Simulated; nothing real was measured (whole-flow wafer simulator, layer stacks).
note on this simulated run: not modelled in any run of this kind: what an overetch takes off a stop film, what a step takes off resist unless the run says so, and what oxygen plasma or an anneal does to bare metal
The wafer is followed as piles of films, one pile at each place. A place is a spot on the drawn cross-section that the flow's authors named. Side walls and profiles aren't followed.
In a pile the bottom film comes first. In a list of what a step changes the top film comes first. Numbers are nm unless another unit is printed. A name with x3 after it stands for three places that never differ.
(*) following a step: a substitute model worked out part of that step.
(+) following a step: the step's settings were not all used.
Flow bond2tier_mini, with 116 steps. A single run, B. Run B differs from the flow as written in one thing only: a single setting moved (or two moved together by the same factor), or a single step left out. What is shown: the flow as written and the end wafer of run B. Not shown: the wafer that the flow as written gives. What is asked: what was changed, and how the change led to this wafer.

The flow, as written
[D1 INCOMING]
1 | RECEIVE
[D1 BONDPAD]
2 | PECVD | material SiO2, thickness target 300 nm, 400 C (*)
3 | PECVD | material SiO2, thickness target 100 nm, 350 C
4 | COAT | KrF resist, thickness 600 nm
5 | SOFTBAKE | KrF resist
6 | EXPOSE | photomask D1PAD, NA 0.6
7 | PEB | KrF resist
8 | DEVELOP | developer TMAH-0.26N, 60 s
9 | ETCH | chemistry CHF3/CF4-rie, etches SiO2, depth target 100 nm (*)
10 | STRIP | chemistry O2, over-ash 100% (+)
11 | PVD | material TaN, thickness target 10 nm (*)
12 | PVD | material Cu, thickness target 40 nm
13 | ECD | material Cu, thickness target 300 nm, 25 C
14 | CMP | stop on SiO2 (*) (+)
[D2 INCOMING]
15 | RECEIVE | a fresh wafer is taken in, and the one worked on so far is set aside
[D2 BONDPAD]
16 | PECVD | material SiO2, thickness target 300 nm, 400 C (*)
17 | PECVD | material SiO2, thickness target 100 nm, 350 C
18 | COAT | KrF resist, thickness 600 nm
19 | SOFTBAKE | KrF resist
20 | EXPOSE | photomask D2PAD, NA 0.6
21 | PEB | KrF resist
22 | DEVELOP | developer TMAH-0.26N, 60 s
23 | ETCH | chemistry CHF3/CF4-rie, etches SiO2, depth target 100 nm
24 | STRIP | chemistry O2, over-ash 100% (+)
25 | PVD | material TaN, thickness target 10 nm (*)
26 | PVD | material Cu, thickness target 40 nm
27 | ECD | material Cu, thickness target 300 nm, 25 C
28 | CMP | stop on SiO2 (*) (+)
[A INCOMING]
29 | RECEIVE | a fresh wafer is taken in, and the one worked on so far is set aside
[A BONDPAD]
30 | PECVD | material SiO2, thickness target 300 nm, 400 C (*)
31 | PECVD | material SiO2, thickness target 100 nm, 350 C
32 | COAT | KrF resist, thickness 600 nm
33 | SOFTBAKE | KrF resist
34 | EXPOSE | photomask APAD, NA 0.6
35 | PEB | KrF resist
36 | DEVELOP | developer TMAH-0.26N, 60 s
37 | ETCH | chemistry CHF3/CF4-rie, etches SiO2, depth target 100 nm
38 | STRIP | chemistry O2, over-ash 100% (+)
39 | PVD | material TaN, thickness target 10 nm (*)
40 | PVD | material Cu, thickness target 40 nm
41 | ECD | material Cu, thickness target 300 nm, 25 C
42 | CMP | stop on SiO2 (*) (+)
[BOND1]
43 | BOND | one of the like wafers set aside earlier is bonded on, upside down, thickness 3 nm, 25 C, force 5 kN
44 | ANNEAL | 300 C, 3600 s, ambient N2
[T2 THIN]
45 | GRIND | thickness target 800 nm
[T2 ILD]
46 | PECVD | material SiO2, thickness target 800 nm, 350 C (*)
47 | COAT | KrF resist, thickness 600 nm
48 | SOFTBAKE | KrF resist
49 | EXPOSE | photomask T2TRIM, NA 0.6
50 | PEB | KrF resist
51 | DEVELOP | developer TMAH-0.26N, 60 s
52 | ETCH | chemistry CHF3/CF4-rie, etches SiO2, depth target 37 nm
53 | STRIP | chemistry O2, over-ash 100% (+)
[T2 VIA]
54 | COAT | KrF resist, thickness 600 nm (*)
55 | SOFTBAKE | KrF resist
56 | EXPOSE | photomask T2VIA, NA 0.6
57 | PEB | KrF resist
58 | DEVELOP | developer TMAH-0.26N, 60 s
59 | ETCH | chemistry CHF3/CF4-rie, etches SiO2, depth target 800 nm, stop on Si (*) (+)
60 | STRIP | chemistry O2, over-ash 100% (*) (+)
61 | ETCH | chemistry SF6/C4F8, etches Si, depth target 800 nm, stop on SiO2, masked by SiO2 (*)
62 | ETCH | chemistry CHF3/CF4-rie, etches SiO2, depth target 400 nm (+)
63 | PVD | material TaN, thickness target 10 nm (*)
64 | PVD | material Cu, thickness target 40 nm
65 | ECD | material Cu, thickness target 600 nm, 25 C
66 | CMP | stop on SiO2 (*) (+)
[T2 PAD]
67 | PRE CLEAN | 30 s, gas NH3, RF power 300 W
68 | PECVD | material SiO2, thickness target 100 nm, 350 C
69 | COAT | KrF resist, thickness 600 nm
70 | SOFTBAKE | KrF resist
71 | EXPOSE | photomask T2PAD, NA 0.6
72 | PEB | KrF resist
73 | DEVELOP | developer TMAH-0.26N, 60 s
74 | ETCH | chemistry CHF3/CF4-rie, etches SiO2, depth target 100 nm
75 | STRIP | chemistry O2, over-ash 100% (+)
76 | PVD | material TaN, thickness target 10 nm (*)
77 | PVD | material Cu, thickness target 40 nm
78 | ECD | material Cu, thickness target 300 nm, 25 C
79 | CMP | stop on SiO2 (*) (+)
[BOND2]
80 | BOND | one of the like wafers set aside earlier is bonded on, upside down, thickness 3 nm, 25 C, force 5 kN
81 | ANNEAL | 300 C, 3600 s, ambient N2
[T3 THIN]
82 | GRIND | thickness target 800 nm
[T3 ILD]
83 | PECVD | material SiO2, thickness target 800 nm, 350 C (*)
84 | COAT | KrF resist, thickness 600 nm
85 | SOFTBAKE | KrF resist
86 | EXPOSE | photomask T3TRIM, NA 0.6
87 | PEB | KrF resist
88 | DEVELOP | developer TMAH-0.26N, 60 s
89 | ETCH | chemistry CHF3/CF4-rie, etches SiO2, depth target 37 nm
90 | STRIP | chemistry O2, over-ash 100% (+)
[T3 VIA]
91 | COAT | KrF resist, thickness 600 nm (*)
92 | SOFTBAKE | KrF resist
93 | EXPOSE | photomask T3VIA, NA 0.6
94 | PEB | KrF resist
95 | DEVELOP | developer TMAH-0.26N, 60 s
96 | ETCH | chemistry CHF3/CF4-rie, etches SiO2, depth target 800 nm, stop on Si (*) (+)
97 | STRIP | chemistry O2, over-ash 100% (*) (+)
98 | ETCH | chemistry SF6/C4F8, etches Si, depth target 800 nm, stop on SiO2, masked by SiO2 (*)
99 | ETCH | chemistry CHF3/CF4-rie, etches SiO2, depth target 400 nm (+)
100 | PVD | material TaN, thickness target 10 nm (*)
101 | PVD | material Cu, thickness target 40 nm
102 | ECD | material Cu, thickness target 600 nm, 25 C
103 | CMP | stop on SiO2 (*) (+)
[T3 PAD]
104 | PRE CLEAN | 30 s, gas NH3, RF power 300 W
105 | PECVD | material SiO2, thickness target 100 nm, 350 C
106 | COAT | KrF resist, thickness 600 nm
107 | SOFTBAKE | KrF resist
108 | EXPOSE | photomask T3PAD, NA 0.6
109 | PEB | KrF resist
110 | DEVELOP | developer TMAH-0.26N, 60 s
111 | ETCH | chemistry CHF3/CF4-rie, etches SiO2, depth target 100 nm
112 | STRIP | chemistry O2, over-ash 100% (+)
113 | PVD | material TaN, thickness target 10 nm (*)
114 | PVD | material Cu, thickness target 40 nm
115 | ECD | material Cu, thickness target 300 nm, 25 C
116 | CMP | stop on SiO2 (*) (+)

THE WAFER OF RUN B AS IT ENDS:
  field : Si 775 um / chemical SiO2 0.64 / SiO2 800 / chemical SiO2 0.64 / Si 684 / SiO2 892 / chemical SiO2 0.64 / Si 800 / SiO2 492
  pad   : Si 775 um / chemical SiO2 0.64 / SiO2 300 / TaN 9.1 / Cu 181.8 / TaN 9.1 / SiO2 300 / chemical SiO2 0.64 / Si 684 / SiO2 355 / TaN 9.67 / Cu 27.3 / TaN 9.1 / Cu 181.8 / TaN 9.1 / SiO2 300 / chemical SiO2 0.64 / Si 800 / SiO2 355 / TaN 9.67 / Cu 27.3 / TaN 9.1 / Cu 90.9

Cause: step 45, GRIND: thickness target 684 nm was run, though the flow has thickness target 800 nm.
The wafer itself shows it: field has Si 684, and step 45 as written asks for 800 nm.

Step by step, how the change led to this:
  45 | GRIND | thickness target 800 nm
      field, pad, via: -774.32 um Si (in the flow as written it would be: -774.2 um Si)
